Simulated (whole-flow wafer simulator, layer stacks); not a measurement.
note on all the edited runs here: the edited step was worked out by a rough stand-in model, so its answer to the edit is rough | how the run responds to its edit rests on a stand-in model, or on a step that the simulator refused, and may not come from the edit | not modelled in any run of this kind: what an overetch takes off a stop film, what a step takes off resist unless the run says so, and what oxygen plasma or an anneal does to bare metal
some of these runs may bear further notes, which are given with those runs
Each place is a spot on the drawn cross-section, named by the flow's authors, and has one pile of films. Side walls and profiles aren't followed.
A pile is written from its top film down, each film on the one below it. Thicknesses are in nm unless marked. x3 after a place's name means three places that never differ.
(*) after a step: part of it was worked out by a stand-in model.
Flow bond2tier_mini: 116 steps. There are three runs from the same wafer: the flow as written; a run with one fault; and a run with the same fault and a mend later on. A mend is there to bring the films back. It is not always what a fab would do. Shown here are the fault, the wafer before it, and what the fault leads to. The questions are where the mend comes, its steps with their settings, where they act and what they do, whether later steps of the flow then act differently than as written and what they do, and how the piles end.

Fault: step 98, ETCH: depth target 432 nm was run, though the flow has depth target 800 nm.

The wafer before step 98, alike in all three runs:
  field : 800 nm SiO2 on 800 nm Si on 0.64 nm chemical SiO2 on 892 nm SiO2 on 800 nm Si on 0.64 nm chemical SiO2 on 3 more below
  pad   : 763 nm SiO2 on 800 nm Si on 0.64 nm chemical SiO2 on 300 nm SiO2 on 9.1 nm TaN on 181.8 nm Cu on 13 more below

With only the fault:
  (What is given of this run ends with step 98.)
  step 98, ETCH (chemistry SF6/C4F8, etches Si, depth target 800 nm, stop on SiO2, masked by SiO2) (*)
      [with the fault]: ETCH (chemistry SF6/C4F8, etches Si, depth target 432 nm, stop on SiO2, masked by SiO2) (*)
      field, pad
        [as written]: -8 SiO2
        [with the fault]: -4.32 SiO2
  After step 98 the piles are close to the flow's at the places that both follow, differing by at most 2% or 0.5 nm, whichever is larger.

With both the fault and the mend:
  The mend follows step 98.
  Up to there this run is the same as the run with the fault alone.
  step 98a, ETCH (chemistry SF6/C4F8, etches Si, depth target 368 nm, stop on SiO2, masked by SiO2) (*) (a further turn of the flow's step 98, with different settings)
      field, pad
        -3.68 SiO2
  Every later step of the flow that is run acts as written at every place that is followed.
  At every place that both follow, the piles at the end match the flow's.
